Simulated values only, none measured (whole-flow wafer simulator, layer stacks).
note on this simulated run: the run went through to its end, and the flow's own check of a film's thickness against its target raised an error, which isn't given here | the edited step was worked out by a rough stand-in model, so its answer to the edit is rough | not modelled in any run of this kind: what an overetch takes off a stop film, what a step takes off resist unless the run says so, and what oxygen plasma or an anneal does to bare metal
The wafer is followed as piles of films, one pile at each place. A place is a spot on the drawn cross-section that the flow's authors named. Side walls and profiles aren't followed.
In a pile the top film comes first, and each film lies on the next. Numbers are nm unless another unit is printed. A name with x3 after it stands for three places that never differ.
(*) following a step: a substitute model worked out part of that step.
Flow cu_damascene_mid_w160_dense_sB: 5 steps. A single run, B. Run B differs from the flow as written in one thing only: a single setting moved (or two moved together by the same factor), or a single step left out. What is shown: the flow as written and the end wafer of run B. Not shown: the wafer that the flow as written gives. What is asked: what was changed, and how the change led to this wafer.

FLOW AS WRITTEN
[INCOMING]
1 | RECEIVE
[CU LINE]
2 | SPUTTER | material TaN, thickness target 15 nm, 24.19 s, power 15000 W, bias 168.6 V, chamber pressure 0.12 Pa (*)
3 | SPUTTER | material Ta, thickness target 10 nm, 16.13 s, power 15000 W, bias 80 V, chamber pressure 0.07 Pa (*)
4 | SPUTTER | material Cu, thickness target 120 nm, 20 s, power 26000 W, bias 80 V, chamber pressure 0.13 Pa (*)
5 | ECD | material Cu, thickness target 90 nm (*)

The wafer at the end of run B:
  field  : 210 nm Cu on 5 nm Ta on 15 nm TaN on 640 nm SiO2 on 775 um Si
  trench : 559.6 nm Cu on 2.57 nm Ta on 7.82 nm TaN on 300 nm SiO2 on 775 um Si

Cause: step 3, SPUTTER: 8.06 s was run, though the flow has 16.13 s.

Step by step, how the change led to this:
  3 | SPUTTER | material Ta, thickness target 10 nm, 16.13 s, power 15000 W, bias 80 V, chamber pressure 0.07 Pa (*)
      field: +5 Ta (new film) (it would be, as written: +10 Ta (new film))
      trench: +2.57 Ta (new film) (it would be, as written: +5.14 Ta (new film))
